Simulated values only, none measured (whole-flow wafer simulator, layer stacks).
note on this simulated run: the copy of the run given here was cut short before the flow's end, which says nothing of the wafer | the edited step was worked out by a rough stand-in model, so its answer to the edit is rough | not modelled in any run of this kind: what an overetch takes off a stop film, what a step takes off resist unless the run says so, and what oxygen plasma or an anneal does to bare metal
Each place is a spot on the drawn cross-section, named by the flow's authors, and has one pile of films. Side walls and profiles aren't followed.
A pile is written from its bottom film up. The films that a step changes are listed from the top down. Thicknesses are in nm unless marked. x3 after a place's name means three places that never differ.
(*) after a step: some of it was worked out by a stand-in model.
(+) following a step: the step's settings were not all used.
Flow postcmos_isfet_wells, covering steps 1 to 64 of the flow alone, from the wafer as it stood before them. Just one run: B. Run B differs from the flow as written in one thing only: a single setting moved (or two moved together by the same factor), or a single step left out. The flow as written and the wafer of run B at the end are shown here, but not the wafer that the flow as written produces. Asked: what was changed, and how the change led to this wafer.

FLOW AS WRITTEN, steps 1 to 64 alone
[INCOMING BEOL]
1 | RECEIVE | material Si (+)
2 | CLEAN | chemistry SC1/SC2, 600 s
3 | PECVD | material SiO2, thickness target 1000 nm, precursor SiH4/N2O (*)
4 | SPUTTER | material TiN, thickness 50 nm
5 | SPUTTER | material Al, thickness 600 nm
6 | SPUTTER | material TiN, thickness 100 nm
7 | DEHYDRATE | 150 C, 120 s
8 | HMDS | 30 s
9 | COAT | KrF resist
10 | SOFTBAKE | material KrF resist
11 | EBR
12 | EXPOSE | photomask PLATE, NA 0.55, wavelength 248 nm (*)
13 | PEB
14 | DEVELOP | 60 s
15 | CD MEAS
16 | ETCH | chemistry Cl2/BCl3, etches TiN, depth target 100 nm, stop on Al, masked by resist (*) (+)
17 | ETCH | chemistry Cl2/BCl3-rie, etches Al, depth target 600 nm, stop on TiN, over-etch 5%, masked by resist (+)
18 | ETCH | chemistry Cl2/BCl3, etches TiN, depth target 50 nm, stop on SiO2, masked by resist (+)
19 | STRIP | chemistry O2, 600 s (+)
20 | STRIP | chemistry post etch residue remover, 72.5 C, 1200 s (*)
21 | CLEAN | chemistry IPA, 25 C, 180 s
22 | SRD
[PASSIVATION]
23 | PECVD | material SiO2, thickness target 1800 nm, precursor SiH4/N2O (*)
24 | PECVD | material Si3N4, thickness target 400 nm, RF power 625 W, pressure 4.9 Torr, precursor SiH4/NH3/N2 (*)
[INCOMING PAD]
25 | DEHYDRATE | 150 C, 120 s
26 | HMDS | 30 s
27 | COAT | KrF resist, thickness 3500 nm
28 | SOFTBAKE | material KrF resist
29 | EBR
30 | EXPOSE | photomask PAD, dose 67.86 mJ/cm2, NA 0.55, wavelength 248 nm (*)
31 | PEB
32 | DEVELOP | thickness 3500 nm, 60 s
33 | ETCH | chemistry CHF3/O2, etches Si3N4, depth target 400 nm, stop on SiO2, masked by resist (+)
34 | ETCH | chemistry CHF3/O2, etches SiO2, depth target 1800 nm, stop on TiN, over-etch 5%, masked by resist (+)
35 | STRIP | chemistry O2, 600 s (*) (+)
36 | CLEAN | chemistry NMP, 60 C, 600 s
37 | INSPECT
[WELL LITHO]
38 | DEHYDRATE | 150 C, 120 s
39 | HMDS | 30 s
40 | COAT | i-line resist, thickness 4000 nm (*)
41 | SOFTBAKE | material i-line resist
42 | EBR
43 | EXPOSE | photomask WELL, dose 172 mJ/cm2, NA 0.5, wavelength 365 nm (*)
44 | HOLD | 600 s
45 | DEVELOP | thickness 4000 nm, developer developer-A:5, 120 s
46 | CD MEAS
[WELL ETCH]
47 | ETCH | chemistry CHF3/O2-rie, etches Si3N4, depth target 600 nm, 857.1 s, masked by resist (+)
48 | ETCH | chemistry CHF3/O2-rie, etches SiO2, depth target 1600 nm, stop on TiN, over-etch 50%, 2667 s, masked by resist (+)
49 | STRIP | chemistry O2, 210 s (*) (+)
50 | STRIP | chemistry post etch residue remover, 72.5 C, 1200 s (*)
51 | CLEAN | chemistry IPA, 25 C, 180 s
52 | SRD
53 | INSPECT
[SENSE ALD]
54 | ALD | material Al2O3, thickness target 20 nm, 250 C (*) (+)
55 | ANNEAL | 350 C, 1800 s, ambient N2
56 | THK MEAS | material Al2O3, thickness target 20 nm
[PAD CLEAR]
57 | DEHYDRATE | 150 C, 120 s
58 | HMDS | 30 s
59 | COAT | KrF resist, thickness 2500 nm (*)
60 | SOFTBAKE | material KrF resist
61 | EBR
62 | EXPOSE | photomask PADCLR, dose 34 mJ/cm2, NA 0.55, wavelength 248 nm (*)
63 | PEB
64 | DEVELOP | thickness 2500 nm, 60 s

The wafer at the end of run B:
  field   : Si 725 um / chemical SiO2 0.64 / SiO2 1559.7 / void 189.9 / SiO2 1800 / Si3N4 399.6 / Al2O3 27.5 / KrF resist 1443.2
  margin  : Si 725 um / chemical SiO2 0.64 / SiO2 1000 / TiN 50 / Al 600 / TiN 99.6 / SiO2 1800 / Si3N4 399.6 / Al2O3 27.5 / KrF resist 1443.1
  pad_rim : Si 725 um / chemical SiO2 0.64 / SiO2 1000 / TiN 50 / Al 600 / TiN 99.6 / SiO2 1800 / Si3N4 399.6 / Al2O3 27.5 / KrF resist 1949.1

Cause: step 54, ALD: thickness target 27.5 nm was run, whereas the flow has thickness target 20 nm.
One can read it off the wafer: field has Al2O3 27.5, and step 54 as written asks for 20 nm.

The path from the change to this, step by step:
  54 | ALD | material Al2O3, thickness target 20 nm, 250 C (*) (+)
      field, margin, well900, well1300 x3, pad_rim, pad_clr, pad_open: +27.5 Al2O3 (new film) (in the flow as written it would be: +20 Al2O3 (new film))
